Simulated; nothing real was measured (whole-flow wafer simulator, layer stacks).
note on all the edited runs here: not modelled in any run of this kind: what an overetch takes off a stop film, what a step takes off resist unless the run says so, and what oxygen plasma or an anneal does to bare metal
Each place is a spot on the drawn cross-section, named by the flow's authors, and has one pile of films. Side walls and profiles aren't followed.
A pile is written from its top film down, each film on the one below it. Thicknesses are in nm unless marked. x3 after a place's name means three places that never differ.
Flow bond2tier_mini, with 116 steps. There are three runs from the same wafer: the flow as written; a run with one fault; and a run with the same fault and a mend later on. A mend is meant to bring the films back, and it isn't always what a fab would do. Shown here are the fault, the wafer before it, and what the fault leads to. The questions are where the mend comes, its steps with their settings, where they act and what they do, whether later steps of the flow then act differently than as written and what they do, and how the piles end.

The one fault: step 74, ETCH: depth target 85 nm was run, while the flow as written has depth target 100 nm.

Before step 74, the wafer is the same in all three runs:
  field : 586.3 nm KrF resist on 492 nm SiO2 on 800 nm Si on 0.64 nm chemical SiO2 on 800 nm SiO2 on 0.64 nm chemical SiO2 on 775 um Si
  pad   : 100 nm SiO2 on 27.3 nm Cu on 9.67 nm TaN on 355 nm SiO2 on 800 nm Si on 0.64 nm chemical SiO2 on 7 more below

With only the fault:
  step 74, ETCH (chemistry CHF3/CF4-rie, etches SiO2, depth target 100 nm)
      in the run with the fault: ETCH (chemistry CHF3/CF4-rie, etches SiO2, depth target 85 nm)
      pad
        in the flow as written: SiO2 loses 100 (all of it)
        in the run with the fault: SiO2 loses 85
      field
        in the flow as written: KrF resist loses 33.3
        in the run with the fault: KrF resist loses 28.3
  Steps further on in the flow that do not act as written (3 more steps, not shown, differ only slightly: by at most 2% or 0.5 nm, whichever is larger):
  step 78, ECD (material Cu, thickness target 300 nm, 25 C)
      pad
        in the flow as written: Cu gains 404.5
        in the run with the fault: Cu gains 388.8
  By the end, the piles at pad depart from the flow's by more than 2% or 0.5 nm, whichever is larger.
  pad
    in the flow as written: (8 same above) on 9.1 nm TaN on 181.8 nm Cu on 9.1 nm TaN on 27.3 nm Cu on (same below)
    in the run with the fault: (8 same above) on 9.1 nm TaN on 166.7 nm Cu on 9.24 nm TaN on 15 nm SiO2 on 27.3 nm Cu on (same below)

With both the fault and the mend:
  After step 74 comes the mend.
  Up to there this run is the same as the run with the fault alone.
  step 74a, ETCH (chemistry CHF3/CF4-rie, etches SiO2, depth target 15 nm) (the flow's step 74, run once more with other settings)
      field
        KrF resist loses 5
      pad
        SiO2 loses 15 (all of it)
  None of the later steps of the flow acts differently than as written at any place that is followed.
  At every place that both follow, the piles at the end match the flow's.
